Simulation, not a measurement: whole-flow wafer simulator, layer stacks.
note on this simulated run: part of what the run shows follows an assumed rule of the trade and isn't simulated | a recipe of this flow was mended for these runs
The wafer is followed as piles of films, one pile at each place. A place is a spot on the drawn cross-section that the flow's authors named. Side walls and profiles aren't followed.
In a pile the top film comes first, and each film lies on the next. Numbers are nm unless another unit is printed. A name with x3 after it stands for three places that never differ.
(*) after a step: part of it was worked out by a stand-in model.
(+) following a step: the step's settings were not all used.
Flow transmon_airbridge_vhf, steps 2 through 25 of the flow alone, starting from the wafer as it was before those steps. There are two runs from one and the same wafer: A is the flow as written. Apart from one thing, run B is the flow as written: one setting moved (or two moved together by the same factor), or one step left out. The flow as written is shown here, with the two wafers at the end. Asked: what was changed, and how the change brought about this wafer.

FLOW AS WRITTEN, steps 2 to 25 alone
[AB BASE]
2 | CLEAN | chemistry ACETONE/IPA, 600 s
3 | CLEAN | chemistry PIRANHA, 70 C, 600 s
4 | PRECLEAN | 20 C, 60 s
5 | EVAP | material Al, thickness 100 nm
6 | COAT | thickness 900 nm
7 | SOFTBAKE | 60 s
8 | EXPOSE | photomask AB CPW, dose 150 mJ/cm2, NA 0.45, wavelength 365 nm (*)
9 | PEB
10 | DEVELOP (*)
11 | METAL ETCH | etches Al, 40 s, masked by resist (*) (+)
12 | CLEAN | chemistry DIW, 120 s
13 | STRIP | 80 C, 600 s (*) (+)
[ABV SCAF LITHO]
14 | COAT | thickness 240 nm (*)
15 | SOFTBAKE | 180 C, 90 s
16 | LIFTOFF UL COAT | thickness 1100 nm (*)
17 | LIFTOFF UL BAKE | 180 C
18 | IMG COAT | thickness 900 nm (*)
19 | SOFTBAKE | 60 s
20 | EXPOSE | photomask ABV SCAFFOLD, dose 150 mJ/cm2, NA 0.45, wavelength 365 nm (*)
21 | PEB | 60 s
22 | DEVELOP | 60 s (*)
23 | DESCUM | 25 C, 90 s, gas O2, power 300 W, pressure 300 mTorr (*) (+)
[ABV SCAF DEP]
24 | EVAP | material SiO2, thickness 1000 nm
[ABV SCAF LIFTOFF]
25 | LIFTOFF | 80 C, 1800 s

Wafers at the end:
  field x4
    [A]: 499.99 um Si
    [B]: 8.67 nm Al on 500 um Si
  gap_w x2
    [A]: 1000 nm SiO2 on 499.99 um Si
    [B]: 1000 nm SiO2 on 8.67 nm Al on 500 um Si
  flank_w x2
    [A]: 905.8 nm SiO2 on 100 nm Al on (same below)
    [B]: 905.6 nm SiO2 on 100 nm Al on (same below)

What caused this: step 11, METAL ETCH: 26 s was run, while the flow as written has 40 s.

The path from the change to this, step by step:
  11 | METAL ETCH | etches Al, 40 s, masked by resist (*) (+)
      field x4, gap_w x2: A -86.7 Al (all of it), -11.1 Si | B -78 Al
      ground_far, pad_w x2, flank_w x2, cpw_trace, trace_open_s x2, margin_s x3: A -60 i-line-resist | B -39 i-line-resist
  13 | STRIP | 80 C, 600 s (*) (+)
      ground_far, pad_w x2, flank_w x2, cpw_trace, trace_open_s x2, margin_s x3: A -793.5 i-line-resist (all of it) | B -814.5 i-line-resist (all of it)
If metal films that touch count as one body, field x4 has 1 body; the flow as written gives 0 bodies.
If metal films that touch count as one body, gap_w x2 has 1 body; the flow as written gives 0 bodies.
